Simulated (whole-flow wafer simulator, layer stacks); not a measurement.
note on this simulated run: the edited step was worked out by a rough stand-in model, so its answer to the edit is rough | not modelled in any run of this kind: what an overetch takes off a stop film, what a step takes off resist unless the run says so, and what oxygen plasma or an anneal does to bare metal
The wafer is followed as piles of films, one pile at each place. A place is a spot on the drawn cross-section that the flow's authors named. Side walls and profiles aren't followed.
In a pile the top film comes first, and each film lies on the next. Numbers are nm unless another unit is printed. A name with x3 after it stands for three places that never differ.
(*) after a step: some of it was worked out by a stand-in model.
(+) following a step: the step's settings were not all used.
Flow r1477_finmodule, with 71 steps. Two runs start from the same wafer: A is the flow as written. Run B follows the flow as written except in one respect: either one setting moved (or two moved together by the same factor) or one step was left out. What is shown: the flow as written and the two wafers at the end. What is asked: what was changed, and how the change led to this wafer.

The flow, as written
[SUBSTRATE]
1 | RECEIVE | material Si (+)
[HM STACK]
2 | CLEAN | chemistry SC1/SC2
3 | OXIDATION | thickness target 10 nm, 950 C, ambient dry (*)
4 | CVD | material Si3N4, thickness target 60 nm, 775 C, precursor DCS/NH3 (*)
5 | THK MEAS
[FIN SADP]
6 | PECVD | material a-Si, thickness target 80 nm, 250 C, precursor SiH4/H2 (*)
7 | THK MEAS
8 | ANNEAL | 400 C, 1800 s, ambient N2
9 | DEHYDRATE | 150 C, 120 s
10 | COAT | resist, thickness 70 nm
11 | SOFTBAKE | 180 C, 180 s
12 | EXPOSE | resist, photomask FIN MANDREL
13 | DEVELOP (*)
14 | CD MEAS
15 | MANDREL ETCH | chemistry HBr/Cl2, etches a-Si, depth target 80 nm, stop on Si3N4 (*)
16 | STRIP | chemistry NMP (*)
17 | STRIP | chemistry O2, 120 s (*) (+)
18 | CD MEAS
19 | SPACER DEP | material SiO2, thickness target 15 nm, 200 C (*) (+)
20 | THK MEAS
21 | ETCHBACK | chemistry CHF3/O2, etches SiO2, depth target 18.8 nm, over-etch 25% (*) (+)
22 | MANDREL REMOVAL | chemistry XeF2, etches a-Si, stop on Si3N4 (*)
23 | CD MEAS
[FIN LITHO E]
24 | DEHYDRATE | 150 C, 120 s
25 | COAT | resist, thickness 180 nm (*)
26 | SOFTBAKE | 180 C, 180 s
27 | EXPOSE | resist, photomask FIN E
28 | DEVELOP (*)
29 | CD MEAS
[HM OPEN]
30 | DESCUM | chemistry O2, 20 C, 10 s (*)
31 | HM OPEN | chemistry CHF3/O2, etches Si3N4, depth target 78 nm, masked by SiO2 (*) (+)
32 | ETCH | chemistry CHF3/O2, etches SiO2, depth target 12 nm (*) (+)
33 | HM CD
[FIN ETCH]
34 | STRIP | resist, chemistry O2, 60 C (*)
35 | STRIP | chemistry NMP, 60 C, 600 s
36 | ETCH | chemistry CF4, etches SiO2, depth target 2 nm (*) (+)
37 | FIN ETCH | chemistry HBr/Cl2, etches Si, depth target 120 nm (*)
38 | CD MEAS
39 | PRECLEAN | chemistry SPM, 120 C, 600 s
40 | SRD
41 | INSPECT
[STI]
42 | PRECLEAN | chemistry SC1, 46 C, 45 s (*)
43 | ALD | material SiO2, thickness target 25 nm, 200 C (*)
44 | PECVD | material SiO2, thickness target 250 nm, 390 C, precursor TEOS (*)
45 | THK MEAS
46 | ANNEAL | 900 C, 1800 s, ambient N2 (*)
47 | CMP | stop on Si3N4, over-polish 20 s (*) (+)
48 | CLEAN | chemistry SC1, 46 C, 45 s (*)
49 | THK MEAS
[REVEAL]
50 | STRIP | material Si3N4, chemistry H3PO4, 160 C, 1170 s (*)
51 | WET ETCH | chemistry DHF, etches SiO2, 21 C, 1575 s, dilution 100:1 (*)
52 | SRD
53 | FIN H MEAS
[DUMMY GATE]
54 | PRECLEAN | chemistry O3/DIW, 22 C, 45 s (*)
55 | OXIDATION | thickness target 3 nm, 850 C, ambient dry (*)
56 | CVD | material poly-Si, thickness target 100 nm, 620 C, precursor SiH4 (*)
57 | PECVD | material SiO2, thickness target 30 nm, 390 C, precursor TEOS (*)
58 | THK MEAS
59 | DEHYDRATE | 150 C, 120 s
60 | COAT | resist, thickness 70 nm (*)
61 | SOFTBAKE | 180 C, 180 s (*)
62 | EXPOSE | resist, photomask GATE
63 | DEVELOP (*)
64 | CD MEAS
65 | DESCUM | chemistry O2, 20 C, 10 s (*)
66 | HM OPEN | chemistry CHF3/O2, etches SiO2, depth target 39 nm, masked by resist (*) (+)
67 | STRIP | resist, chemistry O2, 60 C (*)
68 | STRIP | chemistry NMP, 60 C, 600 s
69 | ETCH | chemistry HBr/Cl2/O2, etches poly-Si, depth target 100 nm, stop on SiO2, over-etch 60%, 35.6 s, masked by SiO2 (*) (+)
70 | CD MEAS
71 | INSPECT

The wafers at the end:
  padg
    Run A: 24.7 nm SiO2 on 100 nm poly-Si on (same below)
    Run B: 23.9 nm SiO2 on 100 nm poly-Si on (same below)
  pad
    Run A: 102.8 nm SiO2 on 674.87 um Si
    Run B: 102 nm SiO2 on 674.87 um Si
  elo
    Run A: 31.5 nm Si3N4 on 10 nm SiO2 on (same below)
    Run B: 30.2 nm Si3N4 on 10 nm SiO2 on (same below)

Cause: step 69, ETCH: depth target 115 nm was run, while the flow as written has depth target 100 nm.

How this came from the change, step by step:
  69 | ETCH | chemistry HBr/Cl2/O2, etches poly-Si, depth target 100 nm, stop on SiO2, over-etch 60%, 35.6 s, masked by SiO2 (*) (+)
      padg, elg, esg and 15 more: A SiO2 loses 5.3 | B SiO2 loses 6.09
      pad, eso, e40so and 8 more: A chemical SiO2 loses 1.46 (all of it), poly-Si loses 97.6 (all of it), SiO2 loses 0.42 | B chemical SiO2 loses 1.46 (all of it), poly-Si loses 97.6 (all of it), SiO2 loses 1.22
      (as well as at 4 more places)
